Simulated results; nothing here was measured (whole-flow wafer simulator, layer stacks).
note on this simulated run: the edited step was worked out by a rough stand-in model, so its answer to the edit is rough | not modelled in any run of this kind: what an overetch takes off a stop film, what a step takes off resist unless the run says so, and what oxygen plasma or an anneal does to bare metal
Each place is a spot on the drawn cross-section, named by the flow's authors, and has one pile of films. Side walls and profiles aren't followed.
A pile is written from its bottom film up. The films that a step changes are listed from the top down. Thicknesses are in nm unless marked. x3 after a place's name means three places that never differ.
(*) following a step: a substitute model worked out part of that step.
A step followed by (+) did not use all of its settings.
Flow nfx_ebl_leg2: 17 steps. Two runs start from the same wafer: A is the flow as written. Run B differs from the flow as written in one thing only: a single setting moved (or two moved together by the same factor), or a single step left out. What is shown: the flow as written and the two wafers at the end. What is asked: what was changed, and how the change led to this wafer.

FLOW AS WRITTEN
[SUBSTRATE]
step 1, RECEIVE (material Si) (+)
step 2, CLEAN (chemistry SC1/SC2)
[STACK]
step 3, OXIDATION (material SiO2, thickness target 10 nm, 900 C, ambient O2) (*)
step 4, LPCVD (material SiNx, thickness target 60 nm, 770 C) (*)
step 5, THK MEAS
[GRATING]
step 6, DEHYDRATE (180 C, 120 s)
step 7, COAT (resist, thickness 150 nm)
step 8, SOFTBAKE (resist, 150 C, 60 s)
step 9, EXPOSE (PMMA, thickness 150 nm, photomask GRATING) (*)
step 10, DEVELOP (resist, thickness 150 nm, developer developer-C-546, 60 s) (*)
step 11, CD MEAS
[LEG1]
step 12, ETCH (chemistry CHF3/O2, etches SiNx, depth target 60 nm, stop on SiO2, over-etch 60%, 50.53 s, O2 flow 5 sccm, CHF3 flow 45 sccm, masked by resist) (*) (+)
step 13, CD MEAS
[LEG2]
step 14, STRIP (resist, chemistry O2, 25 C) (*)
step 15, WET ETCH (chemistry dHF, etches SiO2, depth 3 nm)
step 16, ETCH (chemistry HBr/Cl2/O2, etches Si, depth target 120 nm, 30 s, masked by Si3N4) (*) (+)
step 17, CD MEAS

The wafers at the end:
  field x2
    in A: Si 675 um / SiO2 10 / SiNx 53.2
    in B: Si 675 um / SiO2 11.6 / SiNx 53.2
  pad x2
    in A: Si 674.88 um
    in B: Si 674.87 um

Cause: step 3, OXIDATION: thickness target 11.6 nm was run, though the flow has thickness target 10 nm.
The wafer lets one read it off: field x2 has SiO2 11.6, and step 3 as written asks for 10 nm.

The path from the change to this, step by step:
  step 3, OXIDATION (material SiO2, thickness target 10 nm, 900 C, ambient O2) (*)
      field x2, pad x2: A +10 SiO2 (new film), -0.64 chemical SiO2 (all of it), -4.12 Si | B +11.6 SiO2 (new film), -0.64 chemical SiO2 (all of it), -4.82 Si
  step 12, ETCH (chemistry CHF3/O2, etches SiNx, depth target 60 nm, stop on SiO2, over-etch 60%, 50.53 s, O2 flow 5 sccm, CHF3 flow 45 sccm, masked by resist) (*) (+)
      pad x2: A -60 SiNx (all of it), -10 SiO2 (all of it) | B -60 SiNx (all of it), -11.6 SiO2 (all of it)
